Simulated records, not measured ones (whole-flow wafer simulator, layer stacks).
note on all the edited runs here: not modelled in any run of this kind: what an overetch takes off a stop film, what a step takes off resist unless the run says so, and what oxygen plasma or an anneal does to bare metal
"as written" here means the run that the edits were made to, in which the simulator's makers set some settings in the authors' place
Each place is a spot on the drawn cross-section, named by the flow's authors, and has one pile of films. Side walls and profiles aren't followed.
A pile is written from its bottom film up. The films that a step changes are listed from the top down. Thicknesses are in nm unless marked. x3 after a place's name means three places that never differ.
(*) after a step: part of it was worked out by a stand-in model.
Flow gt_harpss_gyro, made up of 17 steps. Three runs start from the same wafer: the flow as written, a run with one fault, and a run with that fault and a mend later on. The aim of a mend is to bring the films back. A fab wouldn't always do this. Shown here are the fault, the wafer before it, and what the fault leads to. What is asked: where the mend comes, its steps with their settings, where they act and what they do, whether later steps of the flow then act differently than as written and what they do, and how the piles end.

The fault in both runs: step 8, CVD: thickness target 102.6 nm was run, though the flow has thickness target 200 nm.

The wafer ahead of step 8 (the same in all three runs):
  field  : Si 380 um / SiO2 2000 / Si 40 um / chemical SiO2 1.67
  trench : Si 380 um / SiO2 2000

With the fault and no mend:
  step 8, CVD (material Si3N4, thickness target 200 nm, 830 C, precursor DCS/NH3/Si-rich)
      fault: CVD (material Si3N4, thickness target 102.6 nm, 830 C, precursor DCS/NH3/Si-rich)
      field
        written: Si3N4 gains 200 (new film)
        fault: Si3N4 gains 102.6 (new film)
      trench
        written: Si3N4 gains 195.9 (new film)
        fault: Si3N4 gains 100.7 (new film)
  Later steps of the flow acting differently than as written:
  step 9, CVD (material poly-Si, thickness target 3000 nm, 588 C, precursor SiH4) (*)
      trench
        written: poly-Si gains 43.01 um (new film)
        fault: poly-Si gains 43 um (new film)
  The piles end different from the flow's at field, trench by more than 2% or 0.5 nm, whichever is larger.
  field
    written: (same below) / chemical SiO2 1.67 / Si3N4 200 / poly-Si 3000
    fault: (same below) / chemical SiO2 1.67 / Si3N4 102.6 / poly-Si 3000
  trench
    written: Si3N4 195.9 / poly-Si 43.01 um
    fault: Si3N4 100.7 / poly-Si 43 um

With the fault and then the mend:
  The mend stands after step 8.
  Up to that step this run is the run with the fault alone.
  step 8a, ETCH (chemistry h3po4, depth target 118.1 nm)
      field
        Si3N4 loses 102.6 (all of it)
      trench
        Si3N4 loses 100.7 (all of it)
  step 8b, CLEAN (chemistry SPM) (the flow's step 1, run once more)
      alters no film at any place that is followed
  step 8c, CVD (material Si3N4, thickness target 200 nm, 830 C, precursor DCS/NH3/Si-rich) (the flow's step 8, run once more)
      field
        Si3N4 gains 200 (new film)
      trench
        Si3N4 gains 195.9 (new film)
  Every later step of the flow that is run acts as written at every place that is followed.
  At every place that both follow, the piles at the end match the flow's.
